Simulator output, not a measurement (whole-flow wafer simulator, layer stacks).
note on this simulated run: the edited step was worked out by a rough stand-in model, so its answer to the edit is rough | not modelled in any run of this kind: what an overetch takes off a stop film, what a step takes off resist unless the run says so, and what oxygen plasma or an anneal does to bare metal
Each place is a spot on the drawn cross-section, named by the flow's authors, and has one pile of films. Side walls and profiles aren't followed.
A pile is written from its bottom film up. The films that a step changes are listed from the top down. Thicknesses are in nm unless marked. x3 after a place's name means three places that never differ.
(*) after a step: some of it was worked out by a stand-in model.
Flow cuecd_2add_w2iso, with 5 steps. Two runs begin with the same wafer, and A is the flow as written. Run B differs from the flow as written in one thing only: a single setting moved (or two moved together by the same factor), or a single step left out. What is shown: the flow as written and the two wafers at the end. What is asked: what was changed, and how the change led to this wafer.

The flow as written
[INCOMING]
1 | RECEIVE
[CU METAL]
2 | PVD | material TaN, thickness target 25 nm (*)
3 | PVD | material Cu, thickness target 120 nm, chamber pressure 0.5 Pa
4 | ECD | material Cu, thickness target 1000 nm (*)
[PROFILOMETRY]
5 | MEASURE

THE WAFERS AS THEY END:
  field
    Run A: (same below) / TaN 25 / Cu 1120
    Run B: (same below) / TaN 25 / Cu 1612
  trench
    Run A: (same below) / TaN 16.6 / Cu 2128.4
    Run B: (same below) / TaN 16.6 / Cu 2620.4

The reason: step 4, ECD: thickness target 1492 nm was run, whereas the flow has thickness target 1000 nm.

The path from the change to this, step by step:
  4 | ECD | material Cu, thickness target 1000 nm (*)
      field: A +1000 Cu | B +1492 Cu
      trench: A +2047.6 Cu | B +2539.6 Cu
